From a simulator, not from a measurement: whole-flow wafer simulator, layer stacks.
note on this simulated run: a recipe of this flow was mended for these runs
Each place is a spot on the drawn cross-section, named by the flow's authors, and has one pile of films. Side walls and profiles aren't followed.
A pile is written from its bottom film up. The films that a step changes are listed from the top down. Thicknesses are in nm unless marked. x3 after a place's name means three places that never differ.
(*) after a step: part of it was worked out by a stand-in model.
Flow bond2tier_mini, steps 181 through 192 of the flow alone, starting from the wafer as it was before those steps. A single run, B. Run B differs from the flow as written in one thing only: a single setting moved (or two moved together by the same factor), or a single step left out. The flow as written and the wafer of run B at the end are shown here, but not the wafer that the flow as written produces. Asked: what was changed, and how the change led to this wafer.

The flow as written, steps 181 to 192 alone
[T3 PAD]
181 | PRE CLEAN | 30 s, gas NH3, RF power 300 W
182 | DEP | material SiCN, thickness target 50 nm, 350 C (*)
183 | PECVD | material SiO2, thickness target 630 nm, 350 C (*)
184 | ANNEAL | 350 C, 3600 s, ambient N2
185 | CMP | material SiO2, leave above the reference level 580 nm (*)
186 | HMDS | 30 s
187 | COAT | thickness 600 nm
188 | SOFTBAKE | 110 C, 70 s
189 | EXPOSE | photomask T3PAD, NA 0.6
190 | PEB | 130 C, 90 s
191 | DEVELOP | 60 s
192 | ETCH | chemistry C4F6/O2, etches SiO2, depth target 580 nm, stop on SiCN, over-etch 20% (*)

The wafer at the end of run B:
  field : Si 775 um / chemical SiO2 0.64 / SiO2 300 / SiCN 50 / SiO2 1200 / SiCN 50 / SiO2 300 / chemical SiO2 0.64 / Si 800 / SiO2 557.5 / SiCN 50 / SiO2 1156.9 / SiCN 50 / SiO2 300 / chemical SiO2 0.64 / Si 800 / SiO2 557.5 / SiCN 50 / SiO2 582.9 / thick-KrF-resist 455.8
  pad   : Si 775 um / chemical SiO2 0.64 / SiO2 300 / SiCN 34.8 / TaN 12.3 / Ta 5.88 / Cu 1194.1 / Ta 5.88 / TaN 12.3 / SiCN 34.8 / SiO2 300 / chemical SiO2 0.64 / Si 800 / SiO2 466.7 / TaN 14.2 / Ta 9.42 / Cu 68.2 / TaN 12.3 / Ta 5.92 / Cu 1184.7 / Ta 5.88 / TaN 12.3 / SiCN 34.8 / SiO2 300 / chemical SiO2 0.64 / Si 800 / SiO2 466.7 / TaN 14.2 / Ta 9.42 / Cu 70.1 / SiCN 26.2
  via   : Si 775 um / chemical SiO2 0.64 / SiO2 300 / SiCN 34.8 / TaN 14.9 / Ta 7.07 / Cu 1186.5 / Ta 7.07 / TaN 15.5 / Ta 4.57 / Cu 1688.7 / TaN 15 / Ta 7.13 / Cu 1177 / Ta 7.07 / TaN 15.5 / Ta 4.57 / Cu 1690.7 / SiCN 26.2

Cause: step 192, ETCH: over-etch 24.3% was run, though the flow has over-etch 20%.

Step by step, how the change led to this:
  192 | ETCH | chemistry C4F6/O2, etches SiO2, depth target 580 nm, stop on SiCN, over-etch 20% (*)
      pad, via: SiO2 loses 580 (all of it), SiCN loses 23.8 (in the flow as written it would be: SiO2 loses 580 (all of it), SiCN loses 19.6)
      field: thick-KrF-resist loses 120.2 (in the flow as written it would be: thick-KrF-resist loses 116)
